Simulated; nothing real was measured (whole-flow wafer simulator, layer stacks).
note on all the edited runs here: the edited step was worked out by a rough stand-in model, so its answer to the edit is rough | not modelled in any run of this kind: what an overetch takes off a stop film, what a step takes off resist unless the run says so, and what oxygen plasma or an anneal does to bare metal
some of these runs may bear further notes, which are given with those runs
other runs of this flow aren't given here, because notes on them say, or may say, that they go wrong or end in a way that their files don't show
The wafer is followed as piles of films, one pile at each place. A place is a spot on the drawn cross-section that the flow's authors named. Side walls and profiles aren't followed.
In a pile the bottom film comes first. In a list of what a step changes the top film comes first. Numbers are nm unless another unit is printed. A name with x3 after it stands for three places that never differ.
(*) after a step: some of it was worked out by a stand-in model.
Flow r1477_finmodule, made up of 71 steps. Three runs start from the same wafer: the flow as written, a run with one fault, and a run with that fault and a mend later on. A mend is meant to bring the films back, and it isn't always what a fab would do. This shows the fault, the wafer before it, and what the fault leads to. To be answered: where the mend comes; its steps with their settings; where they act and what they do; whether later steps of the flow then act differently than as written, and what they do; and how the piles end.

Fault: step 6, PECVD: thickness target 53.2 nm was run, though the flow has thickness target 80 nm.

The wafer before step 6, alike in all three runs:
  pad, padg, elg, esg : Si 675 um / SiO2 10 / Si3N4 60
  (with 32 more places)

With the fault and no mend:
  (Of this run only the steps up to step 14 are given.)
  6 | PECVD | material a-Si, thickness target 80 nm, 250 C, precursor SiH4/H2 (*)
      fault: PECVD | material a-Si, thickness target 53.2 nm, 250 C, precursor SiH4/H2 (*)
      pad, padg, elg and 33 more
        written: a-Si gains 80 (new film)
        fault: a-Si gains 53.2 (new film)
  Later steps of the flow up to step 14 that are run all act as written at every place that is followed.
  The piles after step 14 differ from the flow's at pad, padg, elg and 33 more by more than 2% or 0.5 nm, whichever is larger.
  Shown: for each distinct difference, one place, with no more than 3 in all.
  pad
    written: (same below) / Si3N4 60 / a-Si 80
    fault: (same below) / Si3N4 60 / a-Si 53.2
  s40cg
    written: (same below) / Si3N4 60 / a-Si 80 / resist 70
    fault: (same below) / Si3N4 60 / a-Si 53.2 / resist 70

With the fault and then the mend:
  The mend stands after step 7.
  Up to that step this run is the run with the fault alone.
  7a | ETCH | chemistry tmah, depth target 61.18 nm
      pad, padg, elg and 33 more
        a-Si loses 53.2 (all of it)
  7b | PECVD | material a-Si, thickness target 80 nm, 250 C, precursor SiH4/H2 (*) (the flow's step 6 again)
      pad, padg, elg and 33 more
        a-Si gains 80 (new film)
  Later steps of the flow that are run all act as written at every place that is followed.
  At every place that both follow, the piles at the end match the flow's.
